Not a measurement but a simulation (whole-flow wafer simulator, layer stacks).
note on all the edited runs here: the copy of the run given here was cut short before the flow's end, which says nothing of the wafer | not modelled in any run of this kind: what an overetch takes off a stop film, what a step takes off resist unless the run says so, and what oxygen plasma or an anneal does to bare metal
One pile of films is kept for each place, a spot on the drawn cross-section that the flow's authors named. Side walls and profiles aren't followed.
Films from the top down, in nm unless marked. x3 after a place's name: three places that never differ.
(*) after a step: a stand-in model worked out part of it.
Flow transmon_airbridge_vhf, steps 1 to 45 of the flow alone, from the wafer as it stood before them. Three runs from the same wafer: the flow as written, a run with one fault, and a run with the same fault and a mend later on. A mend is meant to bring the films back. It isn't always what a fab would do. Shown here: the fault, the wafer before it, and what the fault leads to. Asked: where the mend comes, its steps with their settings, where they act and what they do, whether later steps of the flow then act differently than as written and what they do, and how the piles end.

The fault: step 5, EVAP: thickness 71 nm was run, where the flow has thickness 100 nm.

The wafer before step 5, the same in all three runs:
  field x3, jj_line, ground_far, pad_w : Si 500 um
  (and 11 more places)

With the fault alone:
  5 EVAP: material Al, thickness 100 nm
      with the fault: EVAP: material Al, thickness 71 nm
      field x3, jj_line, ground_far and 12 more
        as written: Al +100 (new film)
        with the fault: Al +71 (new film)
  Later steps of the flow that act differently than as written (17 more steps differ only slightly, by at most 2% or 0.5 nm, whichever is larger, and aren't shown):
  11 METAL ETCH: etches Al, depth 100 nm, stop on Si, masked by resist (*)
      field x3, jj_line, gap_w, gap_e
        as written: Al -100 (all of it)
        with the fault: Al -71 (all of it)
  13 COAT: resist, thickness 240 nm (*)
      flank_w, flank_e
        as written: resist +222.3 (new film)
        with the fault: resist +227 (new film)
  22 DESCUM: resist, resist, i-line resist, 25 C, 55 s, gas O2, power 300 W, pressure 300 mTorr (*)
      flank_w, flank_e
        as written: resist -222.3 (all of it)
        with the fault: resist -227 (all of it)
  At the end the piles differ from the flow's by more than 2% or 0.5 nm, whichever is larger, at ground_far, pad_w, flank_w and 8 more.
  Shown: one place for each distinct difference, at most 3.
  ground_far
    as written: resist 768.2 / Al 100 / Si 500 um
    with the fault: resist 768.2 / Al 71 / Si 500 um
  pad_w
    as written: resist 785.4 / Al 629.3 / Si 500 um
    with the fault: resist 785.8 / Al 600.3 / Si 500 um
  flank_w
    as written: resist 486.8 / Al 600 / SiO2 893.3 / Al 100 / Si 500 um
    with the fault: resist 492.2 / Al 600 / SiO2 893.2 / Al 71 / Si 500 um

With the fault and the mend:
  The mend comes after step 5.
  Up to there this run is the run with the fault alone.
  5a EVAP: material Al, thickness 29 nm (the flow's step 5 once more, with other settings)
      field x3, jj_line, ground_far and 12 more
        Al +29
  No later step of the flow acts differently than as written at any place that is followed.
  At the end the piles are the same as the flow's at every place that both follow.
